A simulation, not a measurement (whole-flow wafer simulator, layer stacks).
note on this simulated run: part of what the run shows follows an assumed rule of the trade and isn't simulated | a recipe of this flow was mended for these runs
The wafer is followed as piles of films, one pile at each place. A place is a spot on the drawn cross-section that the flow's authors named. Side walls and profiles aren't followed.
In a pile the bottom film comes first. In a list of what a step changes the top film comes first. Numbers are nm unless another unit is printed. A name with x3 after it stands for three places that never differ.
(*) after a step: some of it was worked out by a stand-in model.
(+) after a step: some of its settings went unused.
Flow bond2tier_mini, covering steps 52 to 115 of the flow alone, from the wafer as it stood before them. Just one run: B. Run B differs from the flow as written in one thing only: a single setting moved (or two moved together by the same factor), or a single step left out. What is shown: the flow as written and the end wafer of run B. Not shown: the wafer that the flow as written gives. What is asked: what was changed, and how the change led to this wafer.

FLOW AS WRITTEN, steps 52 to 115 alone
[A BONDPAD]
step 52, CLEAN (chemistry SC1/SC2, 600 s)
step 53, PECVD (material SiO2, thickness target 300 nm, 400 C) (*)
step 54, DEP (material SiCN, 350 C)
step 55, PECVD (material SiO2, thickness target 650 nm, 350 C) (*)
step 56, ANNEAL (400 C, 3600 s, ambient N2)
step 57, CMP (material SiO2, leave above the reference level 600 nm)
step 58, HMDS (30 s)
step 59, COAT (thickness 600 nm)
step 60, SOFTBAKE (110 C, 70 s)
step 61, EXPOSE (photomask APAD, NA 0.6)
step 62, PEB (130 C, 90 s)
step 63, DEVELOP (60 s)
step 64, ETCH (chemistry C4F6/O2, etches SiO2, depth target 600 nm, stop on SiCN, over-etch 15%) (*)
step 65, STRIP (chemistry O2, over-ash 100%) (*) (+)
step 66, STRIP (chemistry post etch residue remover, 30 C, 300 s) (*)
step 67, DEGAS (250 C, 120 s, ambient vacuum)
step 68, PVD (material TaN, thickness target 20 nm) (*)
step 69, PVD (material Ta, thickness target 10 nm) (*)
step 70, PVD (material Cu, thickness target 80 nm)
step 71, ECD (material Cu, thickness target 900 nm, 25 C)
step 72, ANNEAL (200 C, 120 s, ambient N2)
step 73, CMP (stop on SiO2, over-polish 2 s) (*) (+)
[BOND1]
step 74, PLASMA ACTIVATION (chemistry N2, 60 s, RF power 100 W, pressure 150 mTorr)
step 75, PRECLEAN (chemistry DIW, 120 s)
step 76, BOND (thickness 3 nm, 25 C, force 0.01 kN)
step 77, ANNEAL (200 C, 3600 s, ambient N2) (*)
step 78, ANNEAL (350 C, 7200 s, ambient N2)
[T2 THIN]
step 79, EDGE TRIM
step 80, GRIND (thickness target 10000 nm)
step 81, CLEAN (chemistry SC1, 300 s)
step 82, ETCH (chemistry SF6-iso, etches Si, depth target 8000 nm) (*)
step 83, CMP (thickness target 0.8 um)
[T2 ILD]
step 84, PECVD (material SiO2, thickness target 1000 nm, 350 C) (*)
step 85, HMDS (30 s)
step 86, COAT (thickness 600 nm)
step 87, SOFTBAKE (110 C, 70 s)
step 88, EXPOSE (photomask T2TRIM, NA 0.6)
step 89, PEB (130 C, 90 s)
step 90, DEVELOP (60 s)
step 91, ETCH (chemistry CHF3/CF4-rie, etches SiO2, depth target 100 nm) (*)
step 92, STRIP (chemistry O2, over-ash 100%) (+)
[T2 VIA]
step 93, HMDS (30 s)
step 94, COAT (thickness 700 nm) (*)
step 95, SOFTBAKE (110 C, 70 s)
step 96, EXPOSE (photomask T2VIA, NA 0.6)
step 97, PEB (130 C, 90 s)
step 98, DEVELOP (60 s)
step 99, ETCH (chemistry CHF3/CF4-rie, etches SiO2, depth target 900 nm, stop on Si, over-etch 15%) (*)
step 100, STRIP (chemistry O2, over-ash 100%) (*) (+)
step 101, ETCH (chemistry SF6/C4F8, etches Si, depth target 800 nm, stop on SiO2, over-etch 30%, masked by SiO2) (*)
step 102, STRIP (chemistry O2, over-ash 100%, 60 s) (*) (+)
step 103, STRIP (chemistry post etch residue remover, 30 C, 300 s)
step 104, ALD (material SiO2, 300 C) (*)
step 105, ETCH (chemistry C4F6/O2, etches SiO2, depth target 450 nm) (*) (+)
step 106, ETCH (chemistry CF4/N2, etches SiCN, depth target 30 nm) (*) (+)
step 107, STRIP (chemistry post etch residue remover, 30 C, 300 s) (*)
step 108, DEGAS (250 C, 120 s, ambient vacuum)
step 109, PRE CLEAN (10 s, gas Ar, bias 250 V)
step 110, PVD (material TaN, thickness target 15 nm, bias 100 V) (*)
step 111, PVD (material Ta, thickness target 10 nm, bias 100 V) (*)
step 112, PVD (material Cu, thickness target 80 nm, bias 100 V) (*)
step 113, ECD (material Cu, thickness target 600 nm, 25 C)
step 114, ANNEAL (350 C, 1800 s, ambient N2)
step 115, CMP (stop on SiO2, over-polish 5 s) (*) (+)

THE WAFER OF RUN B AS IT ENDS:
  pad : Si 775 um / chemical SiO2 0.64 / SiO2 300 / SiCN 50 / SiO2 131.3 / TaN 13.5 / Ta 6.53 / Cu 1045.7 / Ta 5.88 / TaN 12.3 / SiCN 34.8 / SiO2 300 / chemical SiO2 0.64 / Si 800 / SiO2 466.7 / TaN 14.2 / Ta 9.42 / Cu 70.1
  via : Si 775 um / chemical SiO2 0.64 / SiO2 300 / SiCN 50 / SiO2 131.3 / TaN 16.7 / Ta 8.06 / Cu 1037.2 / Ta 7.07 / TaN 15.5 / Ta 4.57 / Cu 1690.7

Cause: step 64, ETCH: depth target 407.6 nm was run, though the flow has depth target 600 nm.

Step by step, how the change led to this:
  step 64, ETCH (chemistry C4F6/O2, etches SiO2, depth target 600 nm, stop on SiCN, over-etch 15%) (*)
      pad, via: -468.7 SiO2 (in the flow as written it would be: -600 SiO2 (all of it), -15.2 SiCN)
      field: -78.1 thick-KrF-resist (in the flow as written it would be: -115 thick-KrF-resist)
  step 65, STRIP (chemistry O2, over-ash 100%) (*) (+)
      field: -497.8 thick-KrF-resist (all of it) (in the flow as written it would be: -460.9 thick-KrF-resist (all of it))
  step 68, PVD (material TaN, thickness target 20 nm) (*)
      pad: +13.5 TaN (new film) (in the flow as written it would be: +12.3 TaN (new film))
      via: +16.7 TaN (new film) (in the flow as written it would be: +14.9 TaN (new film))
  step 69, PVD (material Ta, thickness target 10 nm) (*)
      pad: +6.53 Ta (new film) (in the flow as written it would be: +5.88 Ta (new film))
      via: +8.06 Ta (new film) (in the flow as written it would be: +7.07 Ta (new film))
  step 70, PVD (material Cu, thickness target 80 nm)
      pad: +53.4 Cu (new film) (in the flow as written it would be: +48.4 Cu (new film))
      via: +66.4 Cu (new film) (in the flow as written it would be: +59 Cu (new film))
  step 71, ECD (material Cu, thickness target 900 nm, 25 C)
      pad: +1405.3 Cu (in the flow as written it would be: +1558.7 Cu)
      via: +1387.6 Cu (in the flow as written it would be: +1544.3 Cu)
